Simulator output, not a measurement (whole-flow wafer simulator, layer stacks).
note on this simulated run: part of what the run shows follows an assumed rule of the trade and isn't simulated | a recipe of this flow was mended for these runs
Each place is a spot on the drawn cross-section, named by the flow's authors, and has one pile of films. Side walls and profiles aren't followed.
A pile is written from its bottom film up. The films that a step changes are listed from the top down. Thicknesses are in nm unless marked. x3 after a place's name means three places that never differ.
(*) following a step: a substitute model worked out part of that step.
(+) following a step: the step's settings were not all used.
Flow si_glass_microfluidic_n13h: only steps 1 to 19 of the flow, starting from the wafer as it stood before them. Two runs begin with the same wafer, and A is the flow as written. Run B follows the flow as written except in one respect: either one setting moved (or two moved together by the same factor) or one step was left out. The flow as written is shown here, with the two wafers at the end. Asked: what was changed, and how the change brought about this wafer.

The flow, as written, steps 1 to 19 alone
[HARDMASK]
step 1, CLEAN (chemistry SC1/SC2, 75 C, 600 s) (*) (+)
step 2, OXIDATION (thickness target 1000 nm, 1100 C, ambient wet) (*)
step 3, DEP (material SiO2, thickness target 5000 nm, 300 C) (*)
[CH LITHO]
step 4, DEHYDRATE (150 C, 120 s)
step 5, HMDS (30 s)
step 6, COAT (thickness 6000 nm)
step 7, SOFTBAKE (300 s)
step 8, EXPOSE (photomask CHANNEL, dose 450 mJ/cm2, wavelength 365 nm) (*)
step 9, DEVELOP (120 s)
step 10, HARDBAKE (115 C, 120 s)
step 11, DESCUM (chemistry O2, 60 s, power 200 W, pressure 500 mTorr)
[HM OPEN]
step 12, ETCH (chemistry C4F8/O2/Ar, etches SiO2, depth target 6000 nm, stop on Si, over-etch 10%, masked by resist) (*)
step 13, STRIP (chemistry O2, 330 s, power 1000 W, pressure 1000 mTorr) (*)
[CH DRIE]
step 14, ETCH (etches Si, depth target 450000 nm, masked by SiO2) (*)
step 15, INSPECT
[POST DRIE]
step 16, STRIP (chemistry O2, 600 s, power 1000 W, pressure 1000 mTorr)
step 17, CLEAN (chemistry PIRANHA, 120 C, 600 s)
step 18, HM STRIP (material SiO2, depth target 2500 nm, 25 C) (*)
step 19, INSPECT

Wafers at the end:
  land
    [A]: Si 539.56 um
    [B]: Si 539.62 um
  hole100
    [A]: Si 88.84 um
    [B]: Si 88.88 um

The reason: step 2, OXIDATION: thickness target 850 nm was run, whereas the flow has thickness target 1000 nm.

How this came from the change, step by step:
  step 2, OXIDATION (thickness target 1000 nm, 1100 C, ambient wet) (*)
      land, hole100: A +1000 SiO2 (new film), -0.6 chemical SiO2 (all of it), -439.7 Si | B +850 SiO2 (new film), -0.6 chemical SiO2 (all of it), -373.7 Si
  step 12, ETCH (chemistry C4F8/O2/Ar, etches SiO2, depth target 6000 nm, stop on Si, over-etch 10%, masked by resist) (*)
      land: A -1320 thick-i-line-resist | B -1287 thick-i-line-resist
      hole100: A -6000 SiO2 (all of it), -75 Si | B -5850 SiO2 (all of it), -93.8 Si
  step 18, HM STRIP (material SiO2, depth target 2500 nm, 25 C) (*)
      land: A -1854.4 SiO2 (all of it) | B -1704.8 SiO2 (all of it)
